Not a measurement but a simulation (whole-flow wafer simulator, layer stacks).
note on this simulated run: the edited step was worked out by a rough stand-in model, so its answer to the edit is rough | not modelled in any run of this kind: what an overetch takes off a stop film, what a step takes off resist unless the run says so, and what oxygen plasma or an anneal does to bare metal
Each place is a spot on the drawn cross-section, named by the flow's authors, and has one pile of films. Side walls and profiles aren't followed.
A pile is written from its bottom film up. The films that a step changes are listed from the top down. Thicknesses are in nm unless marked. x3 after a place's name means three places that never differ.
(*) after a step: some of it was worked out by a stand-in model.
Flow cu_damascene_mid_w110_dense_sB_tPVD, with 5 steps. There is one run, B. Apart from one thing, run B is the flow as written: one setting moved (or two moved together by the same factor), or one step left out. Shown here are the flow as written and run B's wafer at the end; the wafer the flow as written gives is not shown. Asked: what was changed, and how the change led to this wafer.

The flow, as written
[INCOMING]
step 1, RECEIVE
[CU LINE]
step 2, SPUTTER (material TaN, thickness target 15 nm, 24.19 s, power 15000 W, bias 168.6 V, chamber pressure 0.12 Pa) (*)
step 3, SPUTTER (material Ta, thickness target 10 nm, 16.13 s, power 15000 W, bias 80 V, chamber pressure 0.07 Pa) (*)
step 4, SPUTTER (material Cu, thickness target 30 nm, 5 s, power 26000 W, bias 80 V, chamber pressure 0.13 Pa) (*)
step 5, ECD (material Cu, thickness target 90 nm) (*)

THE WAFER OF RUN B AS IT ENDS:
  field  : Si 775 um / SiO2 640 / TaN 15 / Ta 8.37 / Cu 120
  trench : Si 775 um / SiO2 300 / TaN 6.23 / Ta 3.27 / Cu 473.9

The reason: step 3, SPUTTER: power 12560 W was run, whereas the flow has power 15000 W.

Step by step, how the change led to this:
  step 3, SPUTTER (material Ta, thickness target 10 nm, 16.13 s, power 15000 W, bias 80 V, chamber pressure 0.07 Pa) (*)
      field: +8.37 Ta (new film) (in the flow as written it would be: +10 Ta (new film))
      trench: +3.27 Ta (new film) (in the flow as written it would be: +4.05 Ta (new film))
